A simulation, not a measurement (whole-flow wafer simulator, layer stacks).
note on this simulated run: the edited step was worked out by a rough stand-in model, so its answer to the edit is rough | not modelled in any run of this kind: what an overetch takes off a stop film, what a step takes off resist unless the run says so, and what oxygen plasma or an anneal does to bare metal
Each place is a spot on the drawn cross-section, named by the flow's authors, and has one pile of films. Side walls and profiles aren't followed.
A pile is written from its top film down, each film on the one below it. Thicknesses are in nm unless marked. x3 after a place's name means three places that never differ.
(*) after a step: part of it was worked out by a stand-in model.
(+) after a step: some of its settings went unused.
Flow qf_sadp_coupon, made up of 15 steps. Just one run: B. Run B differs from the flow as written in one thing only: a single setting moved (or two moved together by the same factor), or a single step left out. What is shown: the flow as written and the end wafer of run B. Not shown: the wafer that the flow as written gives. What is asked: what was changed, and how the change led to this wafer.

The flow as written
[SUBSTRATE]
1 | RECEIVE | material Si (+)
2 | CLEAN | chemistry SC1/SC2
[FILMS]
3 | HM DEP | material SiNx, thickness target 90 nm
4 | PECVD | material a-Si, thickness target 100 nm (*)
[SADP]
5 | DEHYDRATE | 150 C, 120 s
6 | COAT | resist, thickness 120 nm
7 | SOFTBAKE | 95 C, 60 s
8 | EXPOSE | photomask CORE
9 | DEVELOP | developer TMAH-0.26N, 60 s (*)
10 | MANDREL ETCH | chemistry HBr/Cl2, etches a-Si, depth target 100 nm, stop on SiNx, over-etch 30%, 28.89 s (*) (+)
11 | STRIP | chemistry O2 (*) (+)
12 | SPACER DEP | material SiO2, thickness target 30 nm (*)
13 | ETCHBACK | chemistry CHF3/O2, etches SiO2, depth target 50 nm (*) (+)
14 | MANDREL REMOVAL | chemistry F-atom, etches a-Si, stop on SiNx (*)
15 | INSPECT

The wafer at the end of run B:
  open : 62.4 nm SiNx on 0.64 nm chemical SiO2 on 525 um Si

The reason: step 4, PECVD: thickness target 70 nm was run, while the flow as written has thickness target 100 nm.

Step by step, how the change led to this:
  4 | PECVD | material a-Si, thickness target 100 nm (*)
      m, open: +70 a-Si (new film) (in the flow as written it would be: +100 a-Si (new film))
  10 | MANDREL ETCH | chemistry HBr/Cl2, etches a-Si, depth target 100 nm, stop on SiNx, over-etch 30%, 28.89 s (*) (+)
      open: -70 a-Si (all of it), -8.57 SiNx (in the flow as written it would be: -100 a-Si (all of it), -4.29 SiNx)
  14 | MANDREL REMOVAL | chemistry F-atom, etches a-Si, stop on SiNx (*)
      m: -65.8 a-Si (all of it) (in the flow as written it would be: -95.8 a-Si (all of it))
